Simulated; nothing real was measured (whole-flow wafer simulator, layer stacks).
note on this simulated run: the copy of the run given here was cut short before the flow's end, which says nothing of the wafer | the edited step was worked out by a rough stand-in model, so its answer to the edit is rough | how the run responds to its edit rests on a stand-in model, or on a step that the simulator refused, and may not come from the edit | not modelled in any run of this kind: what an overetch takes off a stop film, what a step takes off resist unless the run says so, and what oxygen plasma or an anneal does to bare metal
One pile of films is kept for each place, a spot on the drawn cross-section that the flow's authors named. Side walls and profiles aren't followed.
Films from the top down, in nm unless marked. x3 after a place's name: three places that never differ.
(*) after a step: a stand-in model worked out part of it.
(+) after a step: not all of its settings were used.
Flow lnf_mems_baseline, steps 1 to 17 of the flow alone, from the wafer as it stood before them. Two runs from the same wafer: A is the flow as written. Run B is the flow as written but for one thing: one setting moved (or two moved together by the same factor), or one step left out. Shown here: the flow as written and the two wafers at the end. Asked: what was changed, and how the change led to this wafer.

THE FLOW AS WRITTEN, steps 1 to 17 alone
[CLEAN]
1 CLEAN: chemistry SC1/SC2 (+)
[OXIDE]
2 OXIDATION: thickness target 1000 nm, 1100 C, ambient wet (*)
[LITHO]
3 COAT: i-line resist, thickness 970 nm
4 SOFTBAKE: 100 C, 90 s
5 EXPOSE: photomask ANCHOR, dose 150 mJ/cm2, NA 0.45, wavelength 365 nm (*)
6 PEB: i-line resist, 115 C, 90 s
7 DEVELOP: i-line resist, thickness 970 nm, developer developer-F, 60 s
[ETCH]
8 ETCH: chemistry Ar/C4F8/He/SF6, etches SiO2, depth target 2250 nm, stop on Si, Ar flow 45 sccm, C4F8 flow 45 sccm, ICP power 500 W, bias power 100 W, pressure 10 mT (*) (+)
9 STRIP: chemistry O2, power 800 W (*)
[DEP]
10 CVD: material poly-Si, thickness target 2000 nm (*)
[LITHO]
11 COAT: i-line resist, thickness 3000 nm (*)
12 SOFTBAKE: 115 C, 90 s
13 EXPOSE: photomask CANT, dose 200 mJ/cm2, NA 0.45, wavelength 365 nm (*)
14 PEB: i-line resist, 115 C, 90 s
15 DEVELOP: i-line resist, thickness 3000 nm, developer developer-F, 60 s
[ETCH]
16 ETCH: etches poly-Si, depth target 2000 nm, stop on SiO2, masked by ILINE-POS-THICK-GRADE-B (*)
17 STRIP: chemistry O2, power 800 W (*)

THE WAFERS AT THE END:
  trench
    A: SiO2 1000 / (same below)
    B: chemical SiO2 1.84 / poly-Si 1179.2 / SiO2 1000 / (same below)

The cause: step 16, ETCH: depth target 820 nm was run, where the flow has depth target 2000 nm.

How the change led to this, step by step:
  16 ETCH: etches poly-Si, depth target 2000 nm, stop on SiO2, masked by ILINE-POS-THICK-GRADE-B (*)
      trench, char_slit: A poly-Si -2000 (all of it) | B poly-Si -820
      field, anchor, beam: A i-line resist -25 | B i-line resist -10.2
  17 STRIP: chemistry O2, power 800 W (*)
      trench, char_slit: A nothing | B chemical SiO2 +1.84 (new film), poly-Si -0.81
